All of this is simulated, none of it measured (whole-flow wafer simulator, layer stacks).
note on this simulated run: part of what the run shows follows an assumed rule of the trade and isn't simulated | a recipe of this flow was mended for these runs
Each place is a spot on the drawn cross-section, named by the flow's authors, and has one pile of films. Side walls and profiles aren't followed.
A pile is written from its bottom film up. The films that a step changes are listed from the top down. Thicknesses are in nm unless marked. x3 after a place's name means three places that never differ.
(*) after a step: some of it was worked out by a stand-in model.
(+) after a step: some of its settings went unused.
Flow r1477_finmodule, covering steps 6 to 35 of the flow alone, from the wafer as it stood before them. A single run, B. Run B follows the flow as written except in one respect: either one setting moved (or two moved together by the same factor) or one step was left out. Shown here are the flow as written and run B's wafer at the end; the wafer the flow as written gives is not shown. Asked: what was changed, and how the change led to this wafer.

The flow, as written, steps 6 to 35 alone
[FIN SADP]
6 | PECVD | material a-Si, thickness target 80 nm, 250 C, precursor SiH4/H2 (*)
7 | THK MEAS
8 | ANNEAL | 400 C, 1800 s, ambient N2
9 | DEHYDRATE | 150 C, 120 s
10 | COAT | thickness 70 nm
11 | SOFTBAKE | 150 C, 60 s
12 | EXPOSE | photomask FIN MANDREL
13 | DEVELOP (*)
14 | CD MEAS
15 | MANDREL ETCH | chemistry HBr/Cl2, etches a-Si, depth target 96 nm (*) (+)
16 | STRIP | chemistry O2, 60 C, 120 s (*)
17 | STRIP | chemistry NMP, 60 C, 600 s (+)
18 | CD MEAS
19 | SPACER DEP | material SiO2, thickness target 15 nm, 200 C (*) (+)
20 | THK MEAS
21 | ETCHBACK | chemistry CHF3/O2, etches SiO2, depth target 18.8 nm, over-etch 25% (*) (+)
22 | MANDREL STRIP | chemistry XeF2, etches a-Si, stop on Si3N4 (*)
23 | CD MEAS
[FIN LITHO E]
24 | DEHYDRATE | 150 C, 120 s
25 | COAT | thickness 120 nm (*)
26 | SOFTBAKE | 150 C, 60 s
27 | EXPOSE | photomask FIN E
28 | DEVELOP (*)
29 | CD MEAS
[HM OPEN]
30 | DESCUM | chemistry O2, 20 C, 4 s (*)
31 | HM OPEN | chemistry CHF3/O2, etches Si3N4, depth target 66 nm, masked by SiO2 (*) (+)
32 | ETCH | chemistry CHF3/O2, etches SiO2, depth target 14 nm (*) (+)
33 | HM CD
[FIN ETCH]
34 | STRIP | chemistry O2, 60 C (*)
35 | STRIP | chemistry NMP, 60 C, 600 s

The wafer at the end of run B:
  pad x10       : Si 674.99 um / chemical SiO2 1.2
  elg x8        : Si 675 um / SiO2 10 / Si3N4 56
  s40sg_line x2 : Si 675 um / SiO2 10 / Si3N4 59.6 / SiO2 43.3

Cause: step 6, PECVD: thickness target 93.2 nm was run, while the flow as written has thickness target 80 nm.

How this came from the change, step by step:
  6 | PECVD | material a-Si, thickness target 80 nm, 250 C, precursor SiH4/H2 (*)
      pad x10, elg x8, s40cg x2 and 16 more: a-Si gains 93.2 (new film) (as written it would have been: a-Si gains 80 (new film))
  15 | MANDREL ETCH | chemistry HBr/Cl2, etches a-Si, depth target 96 nm (*) (+)
      pad x10, elg x8, s40sg x2, s40sg_line x2, s45sg x2, s45sg_line x2, s50sg x2, s50sg_line x2: a-Si loses 93.2 (all of it), Si3N4 loses 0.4 (as written it would have been: a-Si loses 80 (all of it), Si3N4 loses 2.29)
  22 | MANDREL STRIP | chemistry XeF2, etches a-Si, stop on Si3N4 (*)
      s40cg x2, s45cg x2, s50cg x2: a-Si loses 92.2 (all of it) (as written it would have been: a-Si loses 79 (all of it))
  25 | COAT | thickness 120 nm (*)
      s40cg x2: e-beam-resist gains 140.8 (new film) (as written it would have been: e-beam-resist gains 136.7 (new film))
      s40sg_line x2: e-beam-resist gains 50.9 (new film) (as written it would have been: e-beam-resist gains 60 (new film))
      (also at 8 further places)
  28 | DEVELOP (*)
      s40cg x2: e-beam-resist loses 140.8 (all of it) (as written it would have been: e-beam-resist loses 136.7 (all of it))
      s40sg_line x2: e-beam-resist loses 50.9 (all of it) (as written it would have been: e-beam-resist loses 60 (all of it))
      (also at 8 further places)
  31 | HM OPEN | chemistry CHF3/O2, etches Si3N4, depth target 66 nm, masked by SiO2 (*) (+)
      pad x10, s40sg x2, s45sg x2, s50sg x2: Si3N4 loses 56 (all of it), SiO2 loses 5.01 (as written it would have been: Si3N4 loses 54.1 (all of it), SiO2 loses 5.95)
  32 | ETCH | chemistry CHF3/O2, etches SiO2, depth target 14 nm (*) (+)
      pad x10, s40sg x2, s45sg x2, s50sg x2: SiO2 loses 4.99 (all of it), Si loses 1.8 (as written it would have been: SiO2 loses 4.05 (all of it), Si loses 1.99)
